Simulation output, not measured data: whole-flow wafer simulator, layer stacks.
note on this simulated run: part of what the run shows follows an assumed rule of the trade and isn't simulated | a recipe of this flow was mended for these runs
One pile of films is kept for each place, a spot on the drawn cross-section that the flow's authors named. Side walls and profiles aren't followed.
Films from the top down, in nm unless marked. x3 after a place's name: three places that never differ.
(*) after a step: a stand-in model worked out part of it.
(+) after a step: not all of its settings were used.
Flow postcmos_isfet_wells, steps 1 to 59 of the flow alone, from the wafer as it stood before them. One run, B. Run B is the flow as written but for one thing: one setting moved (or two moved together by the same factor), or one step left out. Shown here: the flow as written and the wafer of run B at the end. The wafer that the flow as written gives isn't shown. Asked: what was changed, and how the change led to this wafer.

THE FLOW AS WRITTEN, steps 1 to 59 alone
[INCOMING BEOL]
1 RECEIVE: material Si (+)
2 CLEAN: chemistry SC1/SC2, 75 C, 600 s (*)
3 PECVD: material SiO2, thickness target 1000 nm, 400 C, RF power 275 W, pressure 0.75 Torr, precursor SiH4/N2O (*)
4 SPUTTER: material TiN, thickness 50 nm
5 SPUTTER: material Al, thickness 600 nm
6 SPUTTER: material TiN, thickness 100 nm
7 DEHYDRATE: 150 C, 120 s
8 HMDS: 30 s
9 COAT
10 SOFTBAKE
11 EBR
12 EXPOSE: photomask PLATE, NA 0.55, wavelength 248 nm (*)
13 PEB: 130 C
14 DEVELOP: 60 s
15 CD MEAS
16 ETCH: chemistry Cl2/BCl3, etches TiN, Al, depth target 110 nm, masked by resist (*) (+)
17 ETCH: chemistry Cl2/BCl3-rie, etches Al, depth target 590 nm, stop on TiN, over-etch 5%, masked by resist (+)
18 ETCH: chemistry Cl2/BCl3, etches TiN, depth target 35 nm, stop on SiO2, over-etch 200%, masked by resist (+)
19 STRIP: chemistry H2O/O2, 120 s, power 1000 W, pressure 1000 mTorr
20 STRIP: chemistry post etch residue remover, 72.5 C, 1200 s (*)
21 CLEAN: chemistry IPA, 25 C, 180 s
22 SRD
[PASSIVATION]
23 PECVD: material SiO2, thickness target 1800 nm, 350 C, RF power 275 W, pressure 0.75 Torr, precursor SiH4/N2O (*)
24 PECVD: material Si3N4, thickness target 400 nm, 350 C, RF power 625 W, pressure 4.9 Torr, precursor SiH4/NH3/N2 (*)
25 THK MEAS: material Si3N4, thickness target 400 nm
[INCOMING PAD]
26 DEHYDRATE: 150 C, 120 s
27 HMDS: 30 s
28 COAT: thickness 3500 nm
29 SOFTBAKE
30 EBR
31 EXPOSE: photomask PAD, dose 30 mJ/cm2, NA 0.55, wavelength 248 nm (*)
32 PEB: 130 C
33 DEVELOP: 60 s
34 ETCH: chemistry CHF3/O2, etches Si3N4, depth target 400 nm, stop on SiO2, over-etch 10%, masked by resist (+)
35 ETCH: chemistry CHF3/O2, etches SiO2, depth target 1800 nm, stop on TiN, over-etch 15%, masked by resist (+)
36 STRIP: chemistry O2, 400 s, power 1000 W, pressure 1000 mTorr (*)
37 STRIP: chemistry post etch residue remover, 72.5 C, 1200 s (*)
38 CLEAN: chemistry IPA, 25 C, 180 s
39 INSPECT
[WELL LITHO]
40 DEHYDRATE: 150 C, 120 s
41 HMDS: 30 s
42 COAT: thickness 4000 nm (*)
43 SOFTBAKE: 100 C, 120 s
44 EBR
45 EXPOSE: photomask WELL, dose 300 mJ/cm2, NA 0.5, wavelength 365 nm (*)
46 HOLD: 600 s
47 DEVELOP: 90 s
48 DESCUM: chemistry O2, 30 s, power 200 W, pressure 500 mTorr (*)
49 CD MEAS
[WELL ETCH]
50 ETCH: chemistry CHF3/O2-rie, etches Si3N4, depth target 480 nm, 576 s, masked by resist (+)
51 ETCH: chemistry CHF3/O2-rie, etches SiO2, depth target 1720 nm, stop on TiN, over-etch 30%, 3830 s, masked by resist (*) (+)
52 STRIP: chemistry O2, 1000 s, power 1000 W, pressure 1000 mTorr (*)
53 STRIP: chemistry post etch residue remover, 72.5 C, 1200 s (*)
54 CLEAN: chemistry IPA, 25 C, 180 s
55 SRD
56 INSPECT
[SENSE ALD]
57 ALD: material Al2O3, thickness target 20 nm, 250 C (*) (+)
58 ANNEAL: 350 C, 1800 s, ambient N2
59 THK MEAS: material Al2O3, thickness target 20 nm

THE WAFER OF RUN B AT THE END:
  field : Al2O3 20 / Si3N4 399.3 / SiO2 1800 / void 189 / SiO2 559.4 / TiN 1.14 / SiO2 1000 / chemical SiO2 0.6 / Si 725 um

The cause: step 18, ETCH: depth target 10 nm was run, where the flow has depth target 35 nm.

How the change led to this, step by step:
  18 ETCH: chemistry Cl2/BCl3, etches TiN, depth target 35 nm, stop on SiO2, over-etch 200%, masked by resist (+)
      field: TiN -30 (as written it would be: TiN -31.6 (all of it), SiO2 -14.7)
      margin x2, well900 x4, pad_clr, pad_open: thick-KrF-resist -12 (as written it would be: thick-KrF-resist -37.9)
  19 STRIP: chemistry H2O/O2, 120 s, power 1000 W, pressure 1000 mTorr
      margin x2, well900 x4, pad_clr, pad_open: thick-KrF-resist -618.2 (all of it) (as written it would be: thick-KrF-resist -592.4 (all of it))
  23 PECVD: material SiO2, thickness target 1800 nm, 350 C, RF power 275 W, pressure 0.75 Torr, precursor SiH4/N2O (*)
      field: SiO2 +1800 (new film), void +189 (new film), SiO2 +559.4 (new film) (as written it would be: SiO2 +1800 (new film), void +201.1 (new film), SiO2 +563.2)
Counting metal films that touch as one body, field has 1 body; the flow as written gives 0 bodies.
